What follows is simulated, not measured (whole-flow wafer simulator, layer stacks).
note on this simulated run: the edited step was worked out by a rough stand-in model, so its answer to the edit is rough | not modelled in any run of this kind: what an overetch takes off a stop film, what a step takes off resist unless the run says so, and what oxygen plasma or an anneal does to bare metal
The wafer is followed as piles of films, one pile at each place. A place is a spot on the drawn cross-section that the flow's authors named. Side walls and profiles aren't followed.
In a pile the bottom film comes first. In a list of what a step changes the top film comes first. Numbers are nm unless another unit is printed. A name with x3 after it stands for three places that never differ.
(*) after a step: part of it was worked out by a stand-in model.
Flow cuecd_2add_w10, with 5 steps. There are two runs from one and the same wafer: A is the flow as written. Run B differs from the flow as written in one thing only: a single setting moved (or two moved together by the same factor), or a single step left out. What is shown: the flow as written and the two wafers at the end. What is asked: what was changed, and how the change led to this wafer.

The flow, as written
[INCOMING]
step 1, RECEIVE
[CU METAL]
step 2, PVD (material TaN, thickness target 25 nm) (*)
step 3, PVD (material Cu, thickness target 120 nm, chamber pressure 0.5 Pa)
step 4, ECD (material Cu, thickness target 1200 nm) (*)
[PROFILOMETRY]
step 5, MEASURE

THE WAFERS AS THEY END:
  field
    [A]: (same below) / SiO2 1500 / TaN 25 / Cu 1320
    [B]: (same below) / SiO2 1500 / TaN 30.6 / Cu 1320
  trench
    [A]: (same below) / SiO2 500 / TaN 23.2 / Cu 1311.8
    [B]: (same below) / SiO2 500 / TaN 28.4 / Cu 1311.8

Cause: step 2, PVD: thickness target 30.6 nm was run, whereas the flow has thickness target 25 nm.
One can read it off the wafer: field has TaN 30.6, and step 2 as written asks for 25 nm.

The path from the change to this, step by step:
  step 2, PVD (material TaN, thickness target 25 nm) (*)
      field: A +25 TaN (new film) | B +30.6 TaN (new film)
      trench: A +23.2 TaN (new film) | B +28.4 TaN (new film)
